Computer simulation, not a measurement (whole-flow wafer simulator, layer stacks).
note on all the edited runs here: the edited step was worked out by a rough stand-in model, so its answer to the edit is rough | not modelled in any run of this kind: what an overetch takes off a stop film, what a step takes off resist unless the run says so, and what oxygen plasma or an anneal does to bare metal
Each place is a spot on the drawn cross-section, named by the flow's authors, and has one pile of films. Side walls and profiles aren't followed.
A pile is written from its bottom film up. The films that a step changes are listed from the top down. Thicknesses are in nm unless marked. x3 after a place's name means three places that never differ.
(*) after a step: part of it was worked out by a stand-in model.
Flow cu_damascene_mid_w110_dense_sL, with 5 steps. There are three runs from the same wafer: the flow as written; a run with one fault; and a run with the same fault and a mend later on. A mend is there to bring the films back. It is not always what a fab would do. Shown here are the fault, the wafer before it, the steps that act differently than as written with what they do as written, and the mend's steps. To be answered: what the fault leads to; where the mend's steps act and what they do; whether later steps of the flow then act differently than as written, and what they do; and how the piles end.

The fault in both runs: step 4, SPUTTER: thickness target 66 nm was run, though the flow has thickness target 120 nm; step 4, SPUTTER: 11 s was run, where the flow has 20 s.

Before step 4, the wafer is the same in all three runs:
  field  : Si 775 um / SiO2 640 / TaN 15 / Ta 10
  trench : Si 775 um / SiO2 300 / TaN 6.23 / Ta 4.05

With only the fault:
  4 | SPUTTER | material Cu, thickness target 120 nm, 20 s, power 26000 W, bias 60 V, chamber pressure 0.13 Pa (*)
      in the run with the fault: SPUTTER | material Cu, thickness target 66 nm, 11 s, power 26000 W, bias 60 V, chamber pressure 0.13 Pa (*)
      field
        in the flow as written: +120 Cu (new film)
        in the run with the fault: +66 Cu (new film)
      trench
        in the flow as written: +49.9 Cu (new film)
        in the run with the fault: +27.5 Cu (new film)
  Steps later in the flow that act otherwise than as written:
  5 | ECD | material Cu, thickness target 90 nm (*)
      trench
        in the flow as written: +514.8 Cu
        in the run with the fault: +483.3 Cu
  At field, trench, the piles at the end differ from the flow's by more than 2% or 0.5 nm, whichever is larger.
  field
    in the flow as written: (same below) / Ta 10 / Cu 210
    in the run with the fault: (same below) / Ta 10 / Cu 156
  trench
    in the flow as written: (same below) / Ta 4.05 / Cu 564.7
    in the run with the fault: (same below) / Ta 4.05 / Cu 510.7

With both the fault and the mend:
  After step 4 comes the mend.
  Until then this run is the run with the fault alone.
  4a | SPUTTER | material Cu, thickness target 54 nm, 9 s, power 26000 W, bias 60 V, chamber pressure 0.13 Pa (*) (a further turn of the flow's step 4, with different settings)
      field
        +54 Cu
      trench
        +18 Cu
  Every later step of the flow that is run acts as written, at every place that is followed, to within 2% or 0.5 nm, whichever is larger.
  At every place that both follow, the piles at the end match the flow's.
